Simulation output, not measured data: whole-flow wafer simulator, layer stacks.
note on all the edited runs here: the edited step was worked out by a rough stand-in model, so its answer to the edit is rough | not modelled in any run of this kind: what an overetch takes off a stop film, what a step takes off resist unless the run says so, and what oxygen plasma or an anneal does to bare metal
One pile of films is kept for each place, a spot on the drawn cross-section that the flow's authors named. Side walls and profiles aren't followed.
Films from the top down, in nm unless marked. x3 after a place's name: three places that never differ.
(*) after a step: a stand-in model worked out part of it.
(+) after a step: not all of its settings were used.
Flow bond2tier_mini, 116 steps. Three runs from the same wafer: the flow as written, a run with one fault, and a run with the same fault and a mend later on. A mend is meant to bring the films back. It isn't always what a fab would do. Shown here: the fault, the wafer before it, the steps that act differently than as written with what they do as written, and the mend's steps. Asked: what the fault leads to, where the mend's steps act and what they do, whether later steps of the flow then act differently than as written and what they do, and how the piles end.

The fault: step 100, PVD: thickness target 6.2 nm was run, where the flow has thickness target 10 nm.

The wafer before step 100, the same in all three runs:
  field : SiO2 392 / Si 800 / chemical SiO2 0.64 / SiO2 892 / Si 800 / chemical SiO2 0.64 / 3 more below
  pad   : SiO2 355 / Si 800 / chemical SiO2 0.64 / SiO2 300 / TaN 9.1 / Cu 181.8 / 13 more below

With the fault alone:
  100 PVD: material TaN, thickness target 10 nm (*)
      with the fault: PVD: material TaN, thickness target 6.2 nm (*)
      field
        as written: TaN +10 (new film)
        with the fault: TaN +6.2 (new film)
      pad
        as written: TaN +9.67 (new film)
        with the fault: TaN +5.99 (new film)
  Later steps of the flow that act differently than as written (1 more step differs only slightly, by at most 2% or 0.5 nm, whichever is larger, and isn't shown):
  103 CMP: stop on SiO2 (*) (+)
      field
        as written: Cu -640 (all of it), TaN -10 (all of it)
        with the fault: Cu -640 (all of it), TaN -6.2 (all of it)
  At the end the piles differ from the flow's by more than 2% or 0.5 nm, whichever is larger, at pad.
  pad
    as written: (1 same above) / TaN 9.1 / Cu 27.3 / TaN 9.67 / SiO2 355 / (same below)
    with the fault: (1 same above) / TaN 9.1 / Cu 31 / TaN 5.99 / SiO2 355 / (same below)

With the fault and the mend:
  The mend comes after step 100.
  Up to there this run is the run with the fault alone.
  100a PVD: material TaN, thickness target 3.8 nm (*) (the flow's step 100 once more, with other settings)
      field
        TaN +3.8
      pad
        TaN +3.67
  No later step of the flow acts differently than as written at any place that is followed.
  At the end the piles differ from the flow's only slightly at the places that both follow, by at most 2% or 0.5 nm, whichever is larger.
